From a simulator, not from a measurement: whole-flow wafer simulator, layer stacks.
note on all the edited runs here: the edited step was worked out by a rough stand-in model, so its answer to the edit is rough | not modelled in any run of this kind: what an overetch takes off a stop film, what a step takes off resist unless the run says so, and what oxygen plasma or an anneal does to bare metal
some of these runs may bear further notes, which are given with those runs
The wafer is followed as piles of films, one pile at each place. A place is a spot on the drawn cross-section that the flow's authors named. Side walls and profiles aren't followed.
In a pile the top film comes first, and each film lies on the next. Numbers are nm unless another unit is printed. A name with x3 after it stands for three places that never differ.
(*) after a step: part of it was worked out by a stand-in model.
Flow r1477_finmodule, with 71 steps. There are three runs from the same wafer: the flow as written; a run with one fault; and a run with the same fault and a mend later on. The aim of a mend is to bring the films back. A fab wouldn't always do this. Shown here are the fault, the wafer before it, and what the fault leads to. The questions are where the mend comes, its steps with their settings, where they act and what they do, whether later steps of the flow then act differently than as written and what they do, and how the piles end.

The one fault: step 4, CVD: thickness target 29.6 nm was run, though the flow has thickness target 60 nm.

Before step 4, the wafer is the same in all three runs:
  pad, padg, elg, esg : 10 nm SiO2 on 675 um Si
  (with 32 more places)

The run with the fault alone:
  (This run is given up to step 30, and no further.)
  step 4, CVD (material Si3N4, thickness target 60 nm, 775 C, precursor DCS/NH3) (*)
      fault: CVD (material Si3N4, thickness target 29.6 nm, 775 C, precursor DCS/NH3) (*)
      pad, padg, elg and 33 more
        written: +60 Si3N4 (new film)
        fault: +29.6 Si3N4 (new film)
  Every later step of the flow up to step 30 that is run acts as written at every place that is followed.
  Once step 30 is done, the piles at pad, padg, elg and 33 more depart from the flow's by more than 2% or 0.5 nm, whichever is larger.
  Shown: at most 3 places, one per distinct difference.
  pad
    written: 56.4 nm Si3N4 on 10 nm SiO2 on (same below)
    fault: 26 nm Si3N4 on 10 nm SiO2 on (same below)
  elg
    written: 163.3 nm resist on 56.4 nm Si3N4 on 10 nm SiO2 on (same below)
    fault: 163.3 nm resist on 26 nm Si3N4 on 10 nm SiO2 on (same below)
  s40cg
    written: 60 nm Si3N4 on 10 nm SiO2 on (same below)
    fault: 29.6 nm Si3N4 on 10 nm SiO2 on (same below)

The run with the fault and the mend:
  After step 5 comes the mend.
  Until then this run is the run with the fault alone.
  step 5a, CVD (material Si3N4, thickness target 30.4 nm, 775 C, precursor DCS/NH3) (*) (the flow's step 4, run once more with other settings)
      pad, padg, elg and 33 more
        +30.4 Si3N4
  Every later step of the flow that is run acts as written at every place that is followed.
  At every place that both follow, the piles at the end match the flow's.
